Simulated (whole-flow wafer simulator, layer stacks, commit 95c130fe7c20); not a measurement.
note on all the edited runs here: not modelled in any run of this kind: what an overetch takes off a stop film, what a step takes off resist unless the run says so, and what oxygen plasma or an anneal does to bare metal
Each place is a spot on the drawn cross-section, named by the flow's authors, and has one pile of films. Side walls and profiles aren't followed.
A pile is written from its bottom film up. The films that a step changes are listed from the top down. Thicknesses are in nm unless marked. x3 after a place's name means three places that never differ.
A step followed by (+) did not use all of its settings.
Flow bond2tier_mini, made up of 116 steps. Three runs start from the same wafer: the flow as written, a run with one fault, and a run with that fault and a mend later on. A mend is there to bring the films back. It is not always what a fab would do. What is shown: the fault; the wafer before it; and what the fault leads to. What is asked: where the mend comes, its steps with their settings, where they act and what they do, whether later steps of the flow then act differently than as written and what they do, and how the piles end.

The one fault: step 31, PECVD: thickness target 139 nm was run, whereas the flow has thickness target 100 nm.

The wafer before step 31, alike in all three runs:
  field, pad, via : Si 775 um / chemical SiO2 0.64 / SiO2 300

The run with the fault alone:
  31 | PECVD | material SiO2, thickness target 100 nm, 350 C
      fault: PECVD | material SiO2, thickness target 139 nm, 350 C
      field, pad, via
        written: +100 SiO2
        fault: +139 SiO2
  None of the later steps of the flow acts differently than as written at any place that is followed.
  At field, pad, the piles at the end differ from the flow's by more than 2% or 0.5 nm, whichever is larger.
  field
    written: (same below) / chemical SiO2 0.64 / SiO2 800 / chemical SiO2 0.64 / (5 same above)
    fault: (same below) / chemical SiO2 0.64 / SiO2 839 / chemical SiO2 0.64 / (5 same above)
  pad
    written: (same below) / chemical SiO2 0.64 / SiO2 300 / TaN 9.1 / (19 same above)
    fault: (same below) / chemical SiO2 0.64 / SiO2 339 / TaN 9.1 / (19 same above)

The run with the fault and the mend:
  The mend follows step 36.
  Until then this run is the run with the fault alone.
  36a | STRIP | chemistry O2, over-ash 100% (+)
      field
        -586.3 KrF resist (all of it)
  36b | ETCH | chemistry CHF3/CF4-rie, etches SiO2, depth target 39 nm
      field, pad, via
        -39 SiO2
  36c | COAT | KrF resist, thickness 600 nm (the flow's step 32 again)
      field, pad, via
        +600 KrF resist (new film)
  36d | SOFTBAKE | KrF resist (the flow's step 33 again)
      does not change any film at any place that is followed
  36e | EXPOSE | photomask APAD, NA 0.6 (the flow's step 34 again)
      does not change any film at any place that is followed
  36f | PEB | KrF resist (the flow's step 35 again)
      does not change any film at any place that is followed
  36g | DEVELOP | developer TMAH-0.26N, 60 s (the flow's step 36 again)
      pad, via
        -600 KrF resist (all of it)
      field
        -13.7 KrF resist
  None of the later steps of the flow acts differently than as written at any place that is followed.
  At every place that both follow, the piles at the end match the flow's.
